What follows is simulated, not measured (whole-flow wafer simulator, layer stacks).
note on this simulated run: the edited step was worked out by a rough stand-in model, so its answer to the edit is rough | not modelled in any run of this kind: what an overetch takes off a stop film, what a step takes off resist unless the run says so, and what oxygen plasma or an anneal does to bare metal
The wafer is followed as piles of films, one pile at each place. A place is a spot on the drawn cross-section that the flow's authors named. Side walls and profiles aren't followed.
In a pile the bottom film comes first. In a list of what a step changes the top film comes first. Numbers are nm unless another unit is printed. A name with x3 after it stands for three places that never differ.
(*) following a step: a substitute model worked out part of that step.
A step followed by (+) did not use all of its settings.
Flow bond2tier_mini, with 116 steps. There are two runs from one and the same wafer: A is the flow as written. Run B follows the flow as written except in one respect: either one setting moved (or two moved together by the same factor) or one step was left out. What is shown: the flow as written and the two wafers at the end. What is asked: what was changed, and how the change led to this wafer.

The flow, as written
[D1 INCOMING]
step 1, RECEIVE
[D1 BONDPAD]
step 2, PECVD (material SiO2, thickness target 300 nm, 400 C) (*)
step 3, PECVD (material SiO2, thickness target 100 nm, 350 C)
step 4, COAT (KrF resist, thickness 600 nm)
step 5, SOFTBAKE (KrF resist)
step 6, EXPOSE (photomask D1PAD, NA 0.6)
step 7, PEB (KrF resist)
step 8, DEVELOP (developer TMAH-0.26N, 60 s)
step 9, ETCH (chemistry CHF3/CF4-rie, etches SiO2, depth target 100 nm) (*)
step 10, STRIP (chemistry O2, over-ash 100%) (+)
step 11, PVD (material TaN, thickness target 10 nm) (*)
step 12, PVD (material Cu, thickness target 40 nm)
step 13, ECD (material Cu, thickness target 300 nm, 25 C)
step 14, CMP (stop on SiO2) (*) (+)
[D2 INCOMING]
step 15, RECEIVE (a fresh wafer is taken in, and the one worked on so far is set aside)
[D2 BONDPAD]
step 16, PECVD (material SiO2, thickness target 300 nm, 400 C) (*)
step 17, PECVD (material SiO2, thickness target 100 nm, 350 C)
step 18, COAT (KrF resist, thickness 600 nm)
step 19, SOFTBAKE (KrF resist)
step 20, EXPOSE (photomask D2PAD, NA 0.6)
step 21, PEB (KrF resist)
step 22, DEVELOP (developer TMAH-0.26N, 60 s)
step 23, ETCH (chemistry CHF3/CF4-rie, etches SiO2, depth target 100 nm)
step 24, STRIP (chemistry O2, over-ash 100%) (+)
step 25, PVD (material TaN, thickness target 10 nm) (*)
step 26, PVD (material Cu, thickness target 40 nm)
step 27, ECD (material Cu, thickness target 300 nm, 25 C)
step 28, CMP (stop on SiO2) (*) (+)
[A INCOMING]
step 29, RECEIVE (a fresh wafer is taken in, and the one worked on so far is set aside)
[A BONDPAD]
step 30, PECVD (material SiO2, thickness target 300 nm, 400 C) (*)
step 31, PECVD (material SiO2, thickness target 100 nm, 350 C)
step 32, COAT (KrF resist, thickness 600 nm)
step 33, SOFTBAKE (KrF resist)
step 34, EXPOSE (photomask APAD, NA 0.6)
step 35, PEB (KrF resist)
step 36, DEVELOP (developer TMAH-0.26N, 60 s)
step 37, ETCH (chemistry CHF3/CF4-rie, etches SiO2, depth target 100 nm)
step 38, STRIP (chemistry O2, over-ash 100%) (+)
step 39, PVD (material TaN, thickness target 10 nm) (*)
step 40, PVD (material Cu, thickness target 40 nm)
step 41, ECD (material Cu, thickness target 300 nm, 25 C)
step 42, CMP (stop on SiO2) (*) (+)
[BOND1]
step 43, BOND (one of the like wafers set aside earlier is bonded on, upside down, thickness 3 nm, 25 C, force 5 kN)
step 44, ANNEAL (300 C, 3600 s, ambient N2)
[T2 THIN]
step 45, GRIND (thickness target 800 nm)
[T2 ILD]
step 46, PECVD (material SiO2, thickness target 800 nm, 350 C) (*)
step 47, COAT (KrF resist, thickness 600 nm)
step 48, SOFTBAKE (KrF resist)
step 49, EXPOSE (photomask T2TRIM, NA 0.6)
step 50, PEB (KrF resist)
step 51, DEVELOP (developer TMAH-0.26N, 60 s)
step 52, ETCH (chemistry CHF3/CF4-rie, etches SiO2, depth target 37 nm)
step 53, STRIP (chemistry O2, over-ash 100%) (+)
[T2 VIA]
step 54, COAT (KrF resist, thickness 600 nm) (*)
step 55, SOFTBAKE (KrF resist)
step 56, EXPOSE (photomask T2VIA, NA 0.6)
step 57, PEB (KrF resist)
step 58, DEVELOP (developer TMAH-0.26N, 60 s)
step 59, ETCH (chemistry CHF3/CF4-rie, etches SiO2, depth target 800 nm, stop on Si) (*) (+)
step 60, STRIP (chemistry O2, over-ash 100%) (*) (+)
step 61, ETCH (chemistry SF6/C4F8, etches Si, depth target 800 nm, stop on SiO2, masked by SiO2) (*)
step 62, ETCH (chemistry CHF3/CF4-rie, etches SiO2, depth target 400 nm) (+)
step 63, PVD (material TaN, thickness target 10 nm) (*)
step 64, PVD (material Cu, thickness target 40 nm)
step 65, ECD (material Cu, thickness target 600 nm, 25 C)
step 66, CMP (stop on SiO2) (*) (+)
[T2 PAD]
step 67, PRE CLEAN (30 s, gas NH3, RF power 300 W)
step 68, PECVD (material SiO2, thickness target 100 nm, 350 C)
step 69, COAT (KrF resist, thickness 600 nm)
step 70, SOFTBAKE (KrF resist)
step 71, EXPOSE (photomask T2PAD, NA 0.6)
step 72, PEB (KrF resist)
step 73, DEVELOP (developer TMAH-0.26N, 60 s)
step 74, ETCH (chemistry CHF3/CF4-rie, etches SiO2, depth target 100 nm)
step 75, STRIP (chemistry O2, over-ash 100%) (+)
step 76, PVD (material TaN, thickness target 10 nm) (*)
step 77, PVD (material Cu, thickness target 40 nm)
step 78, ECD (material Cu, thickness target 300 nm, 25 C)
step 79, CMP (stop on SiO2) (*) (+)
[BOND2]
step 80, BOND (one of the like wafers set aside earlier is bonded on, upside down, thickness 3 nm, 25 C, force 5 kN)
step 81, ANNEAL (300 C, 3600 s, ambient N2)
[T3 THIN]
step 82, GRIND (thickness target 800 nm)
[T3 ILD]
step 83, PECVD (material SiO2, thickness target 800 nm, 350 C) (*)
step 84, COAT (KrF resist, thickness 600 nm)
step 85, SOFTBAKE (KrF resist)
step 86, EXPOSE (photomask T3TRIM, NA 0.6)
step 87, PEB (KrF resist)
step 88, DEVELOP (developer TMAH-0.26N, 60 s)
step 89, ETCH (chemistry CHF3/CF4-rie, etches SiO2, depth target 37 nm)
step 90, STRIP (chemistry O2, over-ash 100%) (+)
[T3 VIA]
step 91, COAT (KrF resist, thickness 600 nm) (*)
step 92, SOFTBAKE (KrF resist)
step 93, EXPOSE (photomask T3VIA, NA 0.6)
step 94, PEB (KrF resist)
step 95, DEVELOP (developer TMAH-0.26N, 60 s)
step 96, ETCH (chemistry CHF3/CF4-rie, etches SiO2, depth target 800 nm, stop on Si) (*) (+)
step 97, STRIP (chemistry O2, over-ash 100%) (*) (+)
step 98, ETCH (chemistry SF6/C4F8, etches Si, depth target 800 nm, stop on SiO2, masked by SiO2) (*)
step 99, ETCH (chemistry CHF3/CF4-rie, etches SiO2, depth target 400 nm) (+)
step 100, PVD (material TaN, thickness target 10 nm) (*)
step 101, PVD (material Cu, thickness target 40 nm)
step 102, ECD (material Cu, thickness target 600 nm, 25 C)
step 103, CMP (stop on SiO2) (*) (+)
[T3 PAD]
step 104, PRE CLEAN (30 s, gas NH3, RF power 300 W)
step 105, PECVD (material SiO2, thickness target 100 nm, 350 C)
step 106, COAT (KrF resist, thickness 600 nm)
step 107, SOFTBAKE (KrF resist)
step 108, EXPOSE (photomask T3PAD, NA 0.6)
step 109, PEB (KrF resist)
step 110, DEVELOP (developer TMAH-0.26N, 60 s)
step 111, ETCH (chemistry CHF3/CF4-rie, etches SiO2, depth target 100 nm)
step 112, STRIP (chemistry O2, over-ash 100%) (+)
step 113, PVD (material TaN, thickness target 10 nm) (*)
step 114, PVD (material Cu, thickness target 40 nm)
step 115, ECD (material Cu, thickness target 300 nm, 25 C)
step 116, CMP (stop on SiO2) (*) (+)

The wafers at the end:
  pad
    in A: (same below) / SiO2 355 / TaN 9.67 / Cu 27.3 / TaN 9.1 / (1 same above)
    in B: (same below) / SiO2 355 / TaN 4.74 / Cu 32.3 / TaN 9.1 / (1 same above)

The reason: step 100, PVD: thickness target 4.9 nm was run, though the flow has thickness target 10 nm.

The path from the change to this, step by step:
  step 100, PVD (material TaN, thickness target 10 nm) (*)
      field: A TaN gains 10 (new film) | B TaN gains 4.9 (new film)
      pad: A TaN gains 9.67 (new film) | B TaN gains 4.74 (new film)
  step 103, CMP (stop on SiO2) (*) (+)
      field: A Cu loses 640 (all of it), TaN loses 10 (all of it) | B Cu loses 640 (all of it), TaN loses 4.9 (all of it)
